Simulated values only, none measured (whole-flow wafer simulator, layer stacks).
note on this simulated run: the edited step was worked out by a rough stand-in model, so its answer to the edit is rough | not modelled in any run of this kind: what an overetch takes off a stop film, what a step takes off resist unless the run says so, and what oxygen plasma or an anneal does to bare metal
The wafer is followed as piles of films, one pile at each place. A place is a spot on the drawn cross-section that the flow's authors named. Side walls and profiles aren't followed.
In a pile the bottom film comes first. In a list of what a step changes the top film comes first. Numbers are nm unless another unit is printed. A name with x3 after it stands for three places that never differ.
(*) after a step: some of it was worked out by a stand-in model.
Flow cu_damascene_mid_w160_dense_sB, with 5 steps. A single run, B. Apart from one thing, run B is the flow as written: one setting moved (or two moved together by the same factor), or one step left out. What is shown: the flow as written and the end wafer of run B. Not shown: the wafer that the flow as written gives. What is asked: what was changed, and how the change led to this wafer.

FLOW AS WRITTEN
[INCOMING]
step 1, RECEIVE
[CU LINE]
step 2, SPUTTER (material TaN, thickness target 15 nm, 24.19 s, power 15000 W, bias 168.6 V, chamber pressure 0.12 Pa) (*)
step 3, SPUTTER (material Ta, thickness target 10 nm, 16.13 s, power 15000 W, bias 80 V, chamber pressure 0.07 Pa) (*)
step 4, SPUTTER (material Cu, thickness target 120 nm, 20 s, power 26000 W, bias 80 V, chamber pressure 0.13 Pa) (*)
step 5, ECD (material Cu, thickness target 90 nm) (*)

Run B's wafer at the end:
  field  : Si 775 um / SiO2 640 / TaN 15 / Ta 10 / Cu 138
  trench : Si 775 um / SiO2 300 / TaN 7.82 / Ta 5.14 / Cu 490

Cause: step 4, SPUTTER: thickness target 48 nm was run, while the flow as written has thickness target 120 nm; step 4, SPUTTER: 8 s was run, where the flow has 20 s.

The path from the change to this, step by step:
  step 4, SPUTTER (material Cu, thickness target 120 nm, 20 s, power 26000 W, bias 80 V, chamber pressure 0.13 Pa) (*)
      field: +48 Cu (new film) (it would be, as written: +120 Cu (new film))
      trench: +24.8 Cu (new film) (it would be, as written: +62 Cu (new film))
  step 5, ECD (material Cu, thickness target 90 nm) (*)
      trench: +465.2 Cu (it would be, as written: +500 Cu)
